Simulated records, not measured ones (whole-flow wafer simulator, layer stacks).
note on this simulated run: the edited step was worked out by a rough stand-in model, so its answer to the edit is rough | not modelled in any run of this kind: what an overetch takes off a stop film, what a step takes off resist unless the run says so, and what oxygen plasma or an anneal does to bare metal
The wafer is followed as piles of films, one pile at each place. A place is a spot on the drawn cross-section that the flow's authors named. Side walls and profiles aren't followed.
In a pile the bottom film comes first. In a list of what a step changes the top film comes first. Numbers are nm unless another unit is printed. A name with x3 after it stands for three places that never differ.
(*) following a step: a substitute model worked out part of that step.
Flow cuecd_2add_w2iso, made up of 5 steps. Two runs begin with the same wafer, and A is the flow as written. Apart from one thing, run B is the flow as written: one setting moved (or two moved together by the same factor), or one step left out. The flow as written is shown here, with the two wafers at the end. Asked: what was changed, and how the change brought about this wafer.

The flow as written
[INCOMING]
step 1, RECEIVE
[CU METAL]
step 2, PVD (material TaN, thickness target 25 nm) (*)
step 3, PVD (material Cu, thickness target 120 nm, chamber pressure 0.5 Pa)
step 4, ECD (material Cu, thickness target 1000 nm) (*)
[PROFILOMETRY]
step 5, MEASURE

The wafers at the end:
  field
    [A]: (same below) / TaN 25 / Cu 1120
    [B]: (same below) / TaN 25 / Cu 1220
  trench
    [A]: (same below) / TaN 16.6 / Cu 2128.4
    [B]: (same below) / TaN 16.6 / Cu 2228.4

Cause: step 4, ECD: thickness target 1100 nm was run, while the flow as written has thickness target 1000 nm.

How this came from the change, step by step:
  step 4, ECD (material Cu, thickness target 1000 nm) (*)
      field: A +1000 Cu | B +1100 Cu
      trench: A +2047.6 Cu | B +2147.6 Cu
